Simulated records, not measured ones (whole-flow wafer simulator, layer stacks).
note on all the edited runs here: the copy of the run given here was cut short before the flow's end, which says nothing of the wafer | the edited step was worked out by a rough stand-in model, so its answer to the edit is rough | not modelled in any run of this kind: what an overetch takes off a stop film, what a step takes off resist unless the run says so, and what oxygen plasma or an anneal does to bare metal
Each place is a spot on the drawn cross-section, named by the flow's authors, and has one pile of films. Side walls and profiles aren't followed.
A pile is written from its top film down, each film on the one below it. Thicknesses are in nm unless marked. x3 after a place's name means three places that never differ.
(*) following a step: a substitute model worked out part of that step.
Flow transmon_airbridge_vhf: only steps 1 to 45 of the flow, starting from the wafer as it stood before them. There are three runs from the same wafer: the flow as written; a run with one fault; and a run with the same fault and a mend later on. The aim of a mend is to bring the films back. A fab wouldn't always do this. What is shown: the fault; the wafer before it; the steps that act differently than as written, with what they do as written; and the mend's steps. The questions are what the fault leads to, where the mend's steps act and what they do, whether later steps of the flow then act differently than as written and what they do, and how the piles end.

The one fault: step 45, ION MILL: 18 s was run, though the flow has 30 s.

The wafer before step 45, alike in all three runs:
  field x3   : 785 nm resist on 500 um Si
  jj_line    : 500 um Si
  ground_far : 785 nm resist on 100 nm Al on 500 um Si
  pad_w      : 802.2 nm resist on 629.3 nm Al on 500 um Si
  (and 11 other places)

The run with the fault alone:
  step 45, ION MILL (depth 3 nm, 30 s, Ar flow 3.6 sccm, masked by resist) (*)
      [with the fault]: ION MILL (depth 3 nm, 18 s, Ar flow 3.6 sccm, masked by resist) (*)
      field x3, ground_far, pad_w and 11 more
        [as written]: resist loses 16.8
        [with the fault]: resist loses 10.1
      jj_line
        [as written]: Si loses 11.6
        [with the fault]: Si loses 6.98
  None of the later steps of the flow acts differently than as written at any place that is followed.
  The piles end only slightly different from the flow's at the places that both follow, by no more than 2% or 0.5 nm, whichever is larger.

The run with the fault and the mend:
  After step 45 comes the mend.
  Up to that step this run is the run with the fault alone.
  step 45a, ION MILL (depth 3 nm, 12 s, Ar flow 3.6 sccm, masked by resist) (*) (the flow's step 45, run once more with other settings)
      field x3, ground_far, pad_w and 11 more
        resist loses 6.71
      jj_line
        Si loses 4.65
  None of the later steps of the flow acts differently than as written at any place that is followed.
  At every place that both follow, the piles at the end match the flow's.
